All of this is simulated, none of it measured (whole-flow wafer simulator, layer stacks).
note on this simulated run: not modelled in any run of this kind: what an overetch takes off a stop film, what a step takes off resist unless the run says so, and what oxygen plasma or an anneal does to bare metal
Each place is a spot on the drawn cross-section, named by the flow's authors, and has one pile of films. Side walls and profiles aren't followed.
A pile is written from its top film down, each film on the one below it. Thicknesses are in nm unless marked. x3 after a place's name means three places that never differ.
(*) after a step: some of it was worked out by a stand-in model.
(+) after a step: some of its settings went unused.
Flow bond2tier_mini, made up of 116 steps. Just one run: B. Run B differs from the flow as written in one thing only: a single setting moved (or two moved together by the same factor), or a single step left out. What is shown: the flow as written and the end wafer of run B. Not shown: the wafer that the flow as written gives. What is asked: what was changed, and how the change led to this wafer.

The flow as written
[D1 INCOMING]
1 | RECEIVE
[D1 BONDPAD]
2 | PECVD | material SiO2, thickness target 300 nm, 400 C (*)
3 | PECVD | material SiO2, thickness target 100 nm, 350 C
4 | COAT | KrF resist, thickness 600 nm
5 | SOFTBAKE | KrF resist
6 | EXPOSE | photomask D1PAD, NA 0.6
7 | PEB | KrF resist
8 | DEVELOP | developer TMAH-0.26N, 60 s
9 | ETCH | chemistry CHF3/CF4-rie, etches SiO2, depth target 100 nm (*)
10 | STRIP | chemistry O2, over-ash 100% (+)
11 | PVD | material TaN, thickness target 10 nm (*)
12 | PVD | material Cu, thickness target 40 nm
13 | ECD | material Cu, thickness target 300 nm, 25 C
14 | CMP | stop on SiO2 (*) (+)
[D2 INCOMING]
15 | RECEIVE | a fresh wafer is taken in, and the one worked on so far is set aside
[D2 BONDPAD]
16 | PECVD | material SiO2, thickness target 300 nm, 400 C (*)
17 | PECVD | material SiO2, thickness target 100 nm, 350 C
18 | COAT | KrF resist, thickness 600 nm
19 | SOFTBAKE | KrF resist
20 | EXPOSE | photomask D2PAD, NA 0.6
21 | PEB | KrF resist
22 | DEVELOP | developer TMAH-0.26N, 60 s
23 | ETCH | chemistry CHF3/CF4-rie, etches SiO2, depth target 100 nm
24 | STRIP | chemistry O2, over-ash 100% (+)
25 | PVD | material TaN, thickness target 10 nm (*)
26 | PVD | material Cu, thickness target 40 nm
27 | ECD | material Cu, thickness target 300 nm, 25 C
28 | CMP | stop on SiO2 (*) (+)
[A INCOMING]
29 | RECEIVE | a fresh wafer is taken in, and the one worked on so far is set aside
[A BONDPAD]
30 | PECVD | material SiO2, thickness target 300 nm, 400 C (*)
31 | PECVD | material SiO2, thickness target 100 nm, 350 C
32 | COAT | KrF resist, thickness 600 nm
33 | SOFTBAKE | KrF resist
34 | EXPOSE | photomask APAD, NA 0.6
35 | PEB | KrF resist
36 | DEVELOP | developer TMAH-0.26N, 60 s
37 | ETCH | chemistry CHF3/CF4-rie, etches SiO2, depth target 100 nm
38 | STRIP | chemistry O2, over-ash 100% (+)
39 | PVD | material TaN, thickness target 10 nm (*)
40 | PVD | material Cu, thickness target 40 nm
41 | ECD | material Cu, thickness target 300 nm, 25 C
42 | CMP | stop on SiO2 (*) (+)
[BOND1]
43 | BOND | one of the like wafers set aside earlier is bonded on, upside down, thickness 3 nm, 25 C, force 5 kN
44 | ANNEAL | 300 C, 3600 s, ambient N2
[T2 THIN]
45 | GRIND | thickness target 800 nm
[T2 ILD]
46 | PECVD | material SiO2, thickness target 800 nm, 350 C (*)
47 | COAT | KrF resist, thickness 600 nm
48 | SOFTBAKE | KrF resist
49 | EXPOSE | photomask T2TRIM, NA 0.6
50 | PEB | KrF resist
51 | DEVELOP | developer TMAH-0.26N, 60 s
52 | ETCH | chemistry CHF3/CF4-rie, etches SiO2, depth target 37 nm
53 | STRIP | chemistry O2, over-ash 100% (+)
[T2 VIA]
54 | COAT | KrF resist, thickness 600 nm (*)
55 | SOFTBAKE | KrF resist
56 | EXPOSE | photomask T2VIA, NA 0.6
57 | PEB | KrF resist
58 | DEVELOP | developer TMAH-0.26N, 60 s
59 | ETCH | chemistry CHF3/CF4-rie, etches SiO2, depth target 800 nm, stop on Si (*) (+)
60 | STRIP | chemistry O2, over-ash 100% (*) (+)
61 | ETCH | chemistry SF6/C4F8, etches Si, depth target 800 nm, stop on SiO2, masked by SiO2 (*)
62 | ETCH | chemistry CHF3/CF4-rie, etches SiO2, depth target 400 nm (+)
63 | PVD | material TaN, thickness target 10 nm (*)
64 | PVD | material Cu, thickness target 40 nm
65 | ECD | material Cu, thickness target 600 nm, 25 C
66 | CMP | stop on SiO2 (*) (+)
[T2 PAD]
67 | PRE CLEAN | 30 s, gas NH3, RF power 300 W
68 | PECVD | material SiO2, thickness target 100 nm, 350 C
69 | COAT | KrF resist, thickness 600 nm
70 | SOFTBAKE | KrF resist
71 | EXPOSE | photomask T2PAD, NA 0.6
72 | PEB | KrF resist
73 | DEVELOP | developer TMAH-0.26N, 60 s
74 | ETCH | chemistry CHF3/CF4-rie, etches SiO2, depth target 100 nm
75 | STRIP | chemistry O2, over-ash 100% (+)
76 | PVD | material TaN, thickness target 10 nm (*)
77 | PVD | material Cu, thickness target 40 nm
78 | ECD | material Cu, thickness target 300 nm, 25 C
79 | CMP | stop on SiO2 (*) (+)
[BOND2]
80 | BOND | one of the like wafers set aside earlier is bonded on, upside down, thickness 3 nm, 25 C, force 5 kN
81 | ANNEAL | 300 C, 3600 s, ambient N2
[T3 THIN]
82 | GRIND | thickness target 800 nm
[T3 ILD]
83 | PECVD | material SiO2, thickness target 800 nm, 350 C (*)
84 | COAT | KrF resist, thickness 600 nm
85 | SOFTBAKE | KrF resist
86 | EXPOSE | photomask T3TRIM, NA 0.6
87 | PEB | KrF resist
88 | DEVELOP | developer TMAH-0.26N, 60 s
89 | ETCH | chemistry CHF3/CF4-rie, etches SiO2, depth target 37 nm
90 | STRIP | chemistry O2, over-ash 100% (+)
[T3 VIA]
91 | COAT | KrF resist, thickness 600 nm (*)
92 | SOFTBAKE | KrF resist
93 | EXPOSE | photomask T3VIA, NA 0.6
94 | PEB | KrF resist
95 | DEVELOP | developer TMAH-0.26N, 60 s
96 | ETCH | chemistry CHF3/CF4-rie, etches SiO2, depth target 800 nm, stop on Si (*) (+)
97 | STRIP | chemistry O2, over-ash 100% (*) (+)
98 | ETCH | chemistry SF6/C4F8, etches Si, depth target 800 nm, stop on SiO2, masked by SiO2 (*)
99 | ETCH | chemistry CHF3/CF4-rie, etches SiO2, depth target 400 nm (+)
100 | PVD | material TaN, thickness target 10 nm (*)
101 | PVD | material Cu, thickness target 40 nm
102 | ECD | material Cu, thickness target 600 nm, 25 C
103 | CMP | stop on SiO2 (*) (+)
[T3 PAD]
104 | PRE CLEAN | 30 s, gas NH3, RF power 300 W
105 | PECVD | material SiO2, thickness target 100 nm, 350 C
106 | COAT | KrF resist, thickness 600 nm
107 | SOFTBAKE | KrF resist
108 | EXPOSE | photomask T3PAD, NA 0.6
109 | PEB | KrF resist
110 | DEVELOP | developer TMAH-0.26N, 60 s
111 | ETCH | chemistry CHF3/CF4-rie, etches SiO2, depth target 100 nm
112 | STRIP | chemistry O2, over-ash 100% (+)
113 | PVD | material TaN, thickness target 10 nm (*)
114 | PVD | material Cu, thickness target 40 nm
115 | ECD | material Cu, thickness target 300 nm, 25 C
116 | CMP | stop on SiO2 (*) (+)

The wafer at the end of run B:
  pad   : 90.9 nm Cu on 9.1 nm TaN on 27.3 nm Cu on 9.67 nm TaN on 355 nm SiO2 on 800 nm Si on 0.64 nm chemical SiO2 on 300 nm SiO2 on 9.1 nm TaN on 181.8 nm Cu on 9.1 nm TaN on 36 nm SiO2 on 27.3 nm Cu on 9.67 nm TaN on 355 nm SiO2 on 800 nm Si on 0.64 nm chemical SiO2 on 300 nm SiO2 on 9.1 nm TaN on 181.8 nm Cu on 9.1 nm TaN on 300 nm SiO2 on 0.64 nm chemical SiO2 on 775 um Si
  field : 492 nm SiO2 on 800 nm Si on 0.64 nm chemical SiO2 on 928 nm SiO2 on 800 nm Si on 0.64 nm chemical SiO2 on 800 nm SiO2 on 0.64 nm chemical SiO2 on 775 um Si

The reason: step 68, PECVD: thickness target 136 nm was run, though the flow has thickness target 100 nm.

Step by step, how the change led to this:
  68 | PECVD | material SiO2, thickness target 100 nm, 350 C
      field: +136 SiO2 (it would be, as written: +100 SiO2)
      pad: +136 SiO2 (new film) (it would be, as written: +100 SiO2 (new film))
  74 | ETCH | chemistry CHF3/CF4-rie, etches SiO2, depth target 100 nm
      pad: -100 SiO2 (it would be, as written: -100 SiO2 (all of it))
If metal films that touch count as one body, pad has 4 bodies (between them, from the top down: SiO2 355 / Si 800 / chemical SiO2 0.64 / SiO2 300; SiO2 36; SiO2 355 / Si 800 / chemical SiO2 0.64 / SiO2 300); the flow as written gives 3 bodies (between them, from the top down: SiO2 355 / Si 800 / chemical SiO2 0.64 / SiO2 300; SiO2 355 / Si 800 / chemical SiO2 0.64 / SiO2 300).
